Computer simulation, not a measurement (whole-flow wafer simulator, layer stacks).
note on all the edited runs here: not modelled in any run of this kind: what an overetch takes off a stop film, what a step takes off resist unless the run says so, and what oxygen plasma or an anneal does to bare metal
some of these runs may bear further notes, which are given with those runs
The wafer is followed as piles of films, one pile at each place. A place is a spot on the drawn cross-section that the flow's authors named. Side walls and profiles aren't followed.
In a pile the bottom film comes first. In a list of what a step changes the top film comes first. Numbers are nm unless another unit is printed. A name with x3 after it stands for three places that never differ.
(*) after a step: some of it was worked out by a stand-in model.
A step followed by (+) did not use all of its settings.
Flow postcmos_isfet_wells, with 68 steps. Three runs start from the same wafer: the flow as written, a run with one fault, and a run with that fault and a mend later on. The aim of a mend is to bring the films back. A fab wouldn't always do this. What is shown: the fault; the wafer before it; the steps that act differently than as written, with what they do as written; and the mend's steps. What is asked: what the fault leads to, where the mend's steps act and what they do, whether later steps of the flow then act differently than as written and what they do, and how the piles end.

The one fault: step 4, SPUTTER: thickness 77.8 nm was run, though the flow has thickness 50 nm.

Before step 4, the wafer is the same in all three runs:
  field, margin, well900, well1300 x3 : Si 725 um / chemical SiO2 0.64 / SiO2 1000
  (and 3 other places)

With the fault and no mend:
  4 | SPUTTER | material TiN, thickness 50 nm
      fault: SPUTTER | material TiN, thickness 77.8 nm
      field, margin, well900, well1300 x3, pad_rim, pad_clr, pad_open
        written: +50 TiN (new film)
        fault: +77.8 TiN (new film)
  Steps later in the flow that act otherwise than as written (not shown: 1 more step that differs only slightly, by at most 2% or 0.5 nm, whichever is larger):
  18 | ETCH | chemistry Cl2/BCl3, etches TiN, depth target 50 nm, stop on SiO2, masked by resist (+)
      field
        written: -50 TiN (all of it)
        fault: -50 TiN
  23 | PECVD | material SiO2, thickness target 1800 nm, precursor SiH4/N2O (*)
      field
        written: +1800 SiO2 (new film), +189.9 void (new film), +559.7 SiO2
        fault: +1800 SiO2 (new film), +190.2 void (new film), +559.8 SiO2 (new film)
  At field, margin, well900, well1300 x3, pad_rim, pad_clr, pad_open, the piles at the end differ from the flow's by more than 2% or 0.5 nm, whichever is larger.
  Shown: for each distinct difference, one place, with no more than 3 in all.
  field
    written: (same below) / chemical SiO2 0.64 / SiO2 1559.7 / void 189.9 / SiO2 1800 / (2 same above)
    fault: (same below) / chemical SiO2 0.64 / SiO2 1000 / TiN 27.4 / SiO2 559.8 / void 190.2 / SiO2 1800 / (2 same above)
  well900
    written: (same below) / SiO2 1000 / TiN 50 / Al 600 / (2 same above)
    fault: (same below) / SiO2 1000 / TiN 77.8 / Al 600 / (2 same above)
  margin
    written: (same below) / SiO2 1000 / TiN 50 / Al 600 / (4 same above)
    fault: (same below) / SiO2 1000 / TiN 77.8 / Al 600 / (4 same above)

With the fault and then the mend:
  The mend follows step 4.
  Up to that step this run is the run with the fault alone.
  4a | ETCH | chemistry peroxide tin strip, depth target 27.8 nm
      field, margin, well900, well1300 x3, pad_rim, pad_clr, pad_open
        -27.8 TiN
  Every later step of the flow that is run acts as written at every place that is followed.
  The piles end the same as the flow's at every place that both follow.
